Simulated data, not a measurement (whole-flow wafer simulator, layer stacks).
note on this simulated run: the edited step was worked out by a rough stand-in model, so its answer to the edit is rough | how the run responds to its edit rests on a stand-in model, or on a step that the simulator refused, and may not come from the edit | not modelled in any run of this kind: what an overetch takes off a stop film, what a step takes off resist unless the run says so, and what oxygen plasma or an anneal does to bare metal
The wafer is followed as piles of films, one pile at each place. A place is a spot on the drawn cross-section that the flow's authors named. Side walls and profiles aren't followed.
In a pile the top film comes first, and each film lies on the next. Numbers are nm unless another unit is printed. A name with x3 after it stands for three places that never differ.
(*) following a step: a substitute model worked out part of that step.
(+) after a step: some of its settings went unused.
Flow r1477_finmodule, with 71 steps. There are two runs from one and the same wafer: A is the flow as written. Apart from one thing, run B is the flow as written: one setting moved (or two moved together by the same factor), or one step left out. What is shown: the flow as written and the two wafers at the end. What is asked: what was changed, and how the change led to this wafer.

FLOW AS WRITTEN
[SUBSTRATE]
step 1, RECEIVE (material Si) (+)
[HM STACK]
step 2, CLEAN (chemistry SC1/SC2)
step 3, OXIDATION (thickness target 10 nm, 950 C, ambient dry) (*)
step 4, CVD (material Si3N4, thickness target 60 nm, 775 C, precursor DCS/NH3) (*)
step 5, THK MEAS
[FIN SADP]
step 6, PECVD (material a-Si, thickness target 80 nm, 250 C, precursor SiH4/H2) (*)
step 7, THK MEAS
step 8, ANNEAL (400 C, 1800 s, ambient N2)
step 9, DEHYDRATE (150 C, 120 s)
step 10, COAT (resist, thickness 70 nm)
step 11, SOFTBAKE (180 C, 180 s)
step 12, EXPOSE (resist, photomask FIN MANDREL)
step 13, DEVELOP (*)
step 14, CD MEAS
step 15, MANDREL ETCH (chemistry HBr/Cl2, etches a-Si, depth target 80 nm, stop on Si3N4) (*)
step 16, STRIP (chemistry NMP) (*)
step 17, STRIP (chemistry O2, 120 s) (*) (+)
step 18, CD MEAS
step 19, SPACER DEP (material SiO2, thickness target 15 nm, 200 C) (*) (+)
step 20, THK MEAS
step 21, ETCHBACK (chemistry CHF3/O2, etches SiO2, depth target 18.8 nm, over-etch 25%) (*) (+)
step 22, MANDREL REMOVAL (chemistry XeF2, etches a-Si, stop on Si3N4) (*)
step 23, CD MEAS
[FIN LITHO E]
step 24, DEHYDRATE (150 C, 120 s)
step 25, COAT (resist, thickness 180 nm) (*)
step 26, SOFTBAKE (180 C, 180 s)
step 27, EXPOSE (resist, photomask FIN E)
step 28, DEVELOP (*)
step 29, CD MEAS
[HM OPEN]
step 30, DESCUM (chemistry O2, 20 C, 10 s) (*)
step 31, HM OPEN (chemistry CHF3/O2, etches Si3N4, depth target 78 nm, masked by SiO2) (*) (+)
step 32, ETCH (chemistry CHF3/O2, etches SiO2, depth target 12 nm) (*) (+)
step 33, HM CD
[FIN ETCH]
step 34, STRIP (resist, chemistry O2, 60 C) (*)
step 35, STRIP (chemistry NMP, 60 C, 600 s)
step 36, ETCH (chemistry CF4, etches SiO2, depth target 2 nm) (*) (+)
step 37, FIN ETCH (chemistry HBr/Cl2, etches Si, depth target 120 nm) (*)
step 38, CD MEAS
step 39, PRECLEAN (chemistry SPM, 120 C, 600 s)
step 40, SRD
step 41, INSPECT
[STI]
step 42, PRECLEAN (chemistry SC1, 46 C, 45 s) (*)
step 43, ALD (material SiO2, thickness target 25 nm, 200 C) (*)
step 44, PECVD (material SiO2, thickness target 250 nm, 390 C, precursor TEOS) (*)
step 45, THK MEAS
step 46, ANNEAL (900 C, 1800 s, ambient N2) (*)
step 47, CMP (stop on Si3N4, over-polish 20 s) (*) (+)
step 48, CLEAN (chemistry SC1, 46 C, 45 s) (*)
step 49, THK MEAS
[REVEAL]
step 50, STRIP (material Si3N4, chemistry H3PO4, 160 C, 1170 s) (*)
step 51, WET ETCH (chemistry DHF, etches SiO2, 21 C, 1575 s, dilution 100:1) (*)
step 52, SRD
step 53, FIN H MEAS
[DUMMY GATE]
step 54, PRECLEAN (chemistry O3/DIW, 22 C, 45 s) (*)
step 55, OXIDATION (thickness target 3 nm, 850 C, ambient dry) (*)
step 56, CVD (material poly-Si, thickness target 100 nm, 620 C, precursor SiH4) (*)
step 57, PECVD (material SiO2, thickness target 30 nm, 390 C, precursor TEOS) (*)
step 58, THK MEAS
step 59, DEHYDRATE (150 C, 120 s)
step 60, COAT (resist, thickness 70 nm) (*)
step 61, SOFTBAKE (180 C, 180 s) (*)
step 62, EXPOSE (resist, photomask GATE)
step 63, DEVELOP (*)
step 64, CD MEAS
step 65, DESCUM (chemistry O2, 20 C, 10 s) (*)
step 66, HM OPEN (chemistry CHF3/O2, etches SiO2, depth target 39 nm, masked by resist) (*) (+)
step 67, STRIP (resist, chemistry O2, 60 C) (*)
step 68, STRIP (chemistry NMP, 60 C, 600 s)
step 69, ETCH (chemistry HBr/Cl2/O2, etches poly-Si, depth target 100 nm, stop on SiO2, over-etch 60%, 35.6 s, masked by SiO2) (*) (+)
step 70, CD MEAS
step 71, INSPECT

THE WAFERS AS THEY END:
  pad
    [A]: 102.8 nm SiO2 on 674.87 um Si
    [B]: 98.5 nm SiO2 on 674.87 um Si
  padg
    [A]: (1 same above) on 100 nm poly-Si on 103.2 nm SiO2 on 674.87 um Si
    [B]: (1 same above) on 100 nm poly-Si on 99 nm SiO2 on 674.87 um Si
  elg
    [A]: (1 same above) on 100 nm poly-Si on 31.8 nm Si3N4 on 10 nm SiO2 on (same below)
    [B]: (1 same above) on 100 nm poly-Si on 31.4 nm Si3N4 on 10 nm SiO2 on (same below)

What caused this: step 51, WET ETCH: 1654 s was run, whereas the flow has 1575 s.

Step by step, how the change led to this:
  step 51, WET ETCH (chemistry DHF, etches SiO2, 21 C, 1575 s, dilution 100:1) (*)
      pad, padg, e40sg and 12 more: A SiO2 loses 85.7 | B SiO2 loses 90
      esg, s40cg, s45cg, s50cg, s40co, s45co, s50co: A SiO2 loses 79.1 | B SiO2 loses 83.1
  step 56, CVD (material poly-Si, thickness target 100 nm, 620 C, precursor SiH4) (*)
      s40cg, s40co: A poly-Si gains 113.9 (new film) | B poly-Si gains 117.9 (new film)
      s45cg, s45co: A poly-Si gains 113.4 (new film) | B poly-Si gains 117.3 (new film)
      (also at 3 further places)
  step 60, COAT (resist, thickness 70 nm) (*)
      e40sg, e40so: A resist gains 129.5 (new film) | B resist gains 133.3 (new film)
      e100sg, e100so: A resist gains 129.4 (new film) | B resist gains 133.2 (new film)
      (also at 9 further places)
  step 63, DEVELOP (*)
      eso: A resist loses 129.5 (all of it) | B resist loses 133.2 (all of it)
      e40so: A resist loses 129.5 (all of it) | B resist loses 133.3 (all of it)
      (also at 5 further places)
  step 67, STRIP (resist, chemistry O2, 60 C) (*)
      s40sg, s45sg: A resist loses 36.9 (all of it) | B resist loses 41 (all of it)
      e40sg: A resist loses 75.4 (all of it) | B resist loses 79.1 (all of it)
      (also at 3 further places)
  step 69, ETCH (chemistry HBr/Cl2/O2, etches poly-Si, depth target 100 nm, stop on SiO2, over-etch 60%, 35.6 s, masked by SiO2) (*) (+)
      s40co: A chemical SiO2 loses 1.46 (all of it), poly-Si loses 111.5 (all of it), SiO2 loses 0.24 | B chemical SiO2 loses 1.47 (all of it), poly-Si loses 115.4 (all of it), SiO2 loses 0.22
      s45co: A chemical SiO2 loses 1.46 (all of it), poly-Si loses 110.9 (all of it), SiO2 loses 0.25 | B chemical SiO2 loses 1.47 (all of it), poly-Si loses 114.9 (all of it), SiO2 loses 0.23
      (also at 1 further place)
